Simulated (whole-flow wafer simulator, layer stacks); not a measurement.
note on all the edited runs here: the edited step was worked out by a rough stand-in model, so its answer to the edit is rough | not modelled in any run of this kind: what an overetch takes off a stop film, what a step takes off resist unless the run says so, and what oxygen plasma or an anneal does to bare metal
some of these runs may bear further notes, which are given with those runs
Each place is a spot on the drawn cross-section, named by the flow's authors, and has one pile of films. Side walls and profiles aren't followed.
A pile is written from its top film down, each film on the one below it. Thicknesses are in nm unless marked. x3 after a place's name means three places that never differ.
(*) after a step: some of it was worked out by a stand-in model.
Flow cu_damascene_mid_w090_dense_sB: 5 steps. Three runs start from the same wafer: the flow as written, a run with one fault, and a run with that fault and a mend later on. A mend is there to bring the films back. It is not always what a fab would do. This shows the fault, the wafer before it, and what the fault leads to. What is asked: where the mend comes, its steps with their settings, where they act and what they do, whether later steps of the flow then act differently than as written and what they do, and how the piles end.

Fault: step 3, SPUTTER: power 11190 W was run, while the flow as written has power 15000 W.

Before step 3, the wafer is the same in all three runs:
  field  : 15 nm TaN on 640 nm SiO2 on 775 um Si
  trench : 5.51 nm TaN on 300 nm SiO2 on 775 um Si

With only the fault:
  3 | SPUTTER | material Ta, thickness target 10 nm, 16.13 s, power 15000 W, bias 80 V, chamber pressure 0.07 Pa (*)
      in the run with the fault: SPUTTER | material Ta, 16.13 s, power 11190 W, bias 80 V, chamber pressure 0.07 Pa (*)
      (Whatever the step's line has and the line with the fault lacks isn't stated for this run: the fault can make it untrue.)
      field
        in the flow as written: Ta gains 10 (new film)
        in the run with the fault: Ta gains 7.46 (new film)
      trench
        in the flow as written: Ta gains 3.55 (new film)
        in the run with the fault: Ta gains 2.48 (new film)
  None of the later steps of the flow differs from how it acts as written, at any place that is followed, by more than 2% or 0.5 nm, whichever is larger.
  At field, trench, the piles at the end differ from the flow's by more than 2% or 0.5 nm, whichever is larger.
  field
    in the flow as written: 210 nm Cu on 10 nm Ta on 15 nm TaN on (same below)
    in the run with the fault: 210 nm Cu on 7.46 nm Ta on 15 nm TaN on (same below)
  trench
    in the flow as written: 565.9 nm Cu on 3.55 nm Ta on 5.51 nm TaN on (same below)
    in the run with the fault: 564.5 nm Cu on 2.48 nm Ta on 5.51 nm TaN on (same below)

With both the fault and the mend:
  After step 3 comes the mend.
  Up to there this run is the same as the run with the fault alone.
  3a | SPUTTER | material Ta, thickness target 2.6 nm, 4.182 s, power 15000 W, bias 80 V, chamber pressure 0.07 Pa (*) (a further turn of the flow's step 3, with different settings)
      field
        Ta gains 2.6
      trench
        Ta gains 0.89
  None of the later steps of the flow differs from how it acts as written, at any place that is followed, by more than 2% or 0.5 nm, whichever is larger.
  When the end is reached, the piles differ only a little from the flow's at the places that both follow, at most by 2% or 0.5 nm, whichever is larger.
